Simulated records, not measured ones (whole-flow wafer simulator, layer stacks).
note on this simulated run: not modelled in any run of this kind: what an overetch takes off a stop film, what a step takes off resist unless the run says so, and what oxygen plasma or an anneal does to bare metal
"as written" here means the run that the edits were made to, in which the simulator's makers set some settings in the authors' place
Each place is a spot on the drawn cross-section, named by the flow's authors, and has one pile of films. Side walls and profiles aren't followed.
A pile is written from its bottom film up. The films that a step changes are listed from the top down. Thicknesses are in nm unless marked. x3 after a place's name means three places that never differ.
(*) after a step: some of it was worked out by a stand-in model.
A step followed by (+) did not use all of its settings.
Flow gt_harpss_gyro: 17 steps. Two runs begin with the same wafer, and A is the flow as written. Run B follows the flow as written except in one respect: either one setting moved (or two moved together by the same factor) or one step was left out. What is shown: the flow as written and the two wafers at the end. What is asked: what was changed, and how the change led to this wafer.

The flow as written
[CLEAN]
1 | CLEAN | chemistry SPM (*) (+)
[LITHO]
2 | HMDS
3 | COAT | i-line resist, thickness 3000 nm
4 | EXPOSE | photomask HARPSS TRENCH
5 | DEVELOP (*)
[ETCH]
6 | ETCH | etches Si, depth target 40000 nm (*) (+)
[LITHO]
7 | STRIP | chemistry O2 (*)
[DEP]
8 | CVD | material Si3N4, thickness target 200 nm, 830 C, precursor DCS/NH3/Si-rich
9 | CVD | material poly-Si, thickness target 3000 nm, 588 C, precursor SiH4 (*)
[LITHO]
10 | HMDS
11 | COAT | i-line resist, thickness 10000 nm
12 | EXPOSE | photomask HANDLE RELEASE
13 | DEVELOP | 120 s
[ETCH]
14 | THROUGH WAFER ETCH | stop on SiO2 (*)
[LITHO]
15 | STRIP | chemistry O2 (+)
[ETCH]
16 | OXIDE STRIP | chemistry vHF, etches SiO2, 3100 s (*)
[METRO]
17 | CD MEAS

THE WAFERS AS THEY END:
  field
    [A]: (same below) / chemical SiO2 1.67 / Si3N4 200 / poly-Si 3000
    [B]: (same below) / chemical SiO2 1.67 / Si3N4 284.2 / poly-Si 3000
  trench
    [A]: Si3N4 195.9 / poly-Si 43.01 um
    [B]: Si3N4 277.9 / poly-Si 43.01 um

The reason: step 8, CVD: thickness target 284.2 nm was run, while the flow as written has thickness target 200 nm.
The wafer itself shows it: field has Si3N4 284.2, and step 8 as written asks for 200 nm.

How this came from the change, step by step:
  8 | CVD | material Si3N4, thickness target 200 nm, 830 C, precursor DCS/NH3/Si-rich
      field: A +200 Si3N4 (new film) | B +284.2 Si3N4 (new film)
      trench: A +195.9 Si3N4 (new film) | B +277.9 Si3N4 (new film)
